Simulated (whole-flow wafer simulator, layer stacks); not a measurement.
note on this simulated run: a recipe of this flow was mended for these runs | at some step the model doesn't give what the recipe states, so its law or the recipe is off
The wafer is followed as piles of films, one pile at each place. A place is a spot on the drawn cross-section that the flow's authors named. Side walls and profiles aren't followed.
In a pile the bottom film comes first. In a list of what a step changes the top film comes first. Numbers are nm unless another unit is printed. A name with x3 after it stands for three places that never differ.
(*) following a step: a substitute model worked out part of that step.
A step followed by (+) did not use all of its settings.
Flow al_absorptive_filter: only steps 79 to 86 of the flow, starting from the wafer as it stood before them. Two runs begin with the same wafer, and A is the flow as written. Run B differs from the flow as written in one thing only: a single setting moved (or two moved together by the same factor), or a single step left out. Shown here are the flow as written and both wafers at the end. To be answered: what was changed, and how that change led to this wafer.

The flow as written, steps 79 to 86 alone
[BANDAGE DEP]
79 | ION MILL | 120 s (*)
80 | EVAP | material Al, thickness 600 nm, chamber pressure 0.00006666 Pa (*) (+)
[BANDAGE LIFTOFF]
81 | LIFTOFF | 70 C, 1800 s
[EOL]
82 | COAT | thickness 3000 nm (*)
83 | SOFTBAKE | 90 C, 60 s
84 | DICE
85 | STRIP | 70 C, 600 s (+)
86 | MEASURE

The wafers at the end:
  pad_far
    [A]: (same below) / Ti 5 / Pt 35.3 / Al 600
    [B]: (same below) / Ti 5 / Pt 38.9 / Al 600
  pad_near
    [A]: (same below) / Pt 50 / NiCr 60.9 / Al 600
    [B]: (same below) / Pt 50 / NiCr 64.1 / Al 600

What caused this: step 79, ION MILL: 91 s was run, while the flow as written has 120 s.

Step by step, how the change led to this:
  79 | ION MILL | 120 s (*)
      gnd, ledge, res and 9 more: A i-line-resist loses 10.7 | B i-line-resist loses 8.08
      pad_far: A Pt loses 14.7 | B Pt loses 11.1
      (also at 1 further place)
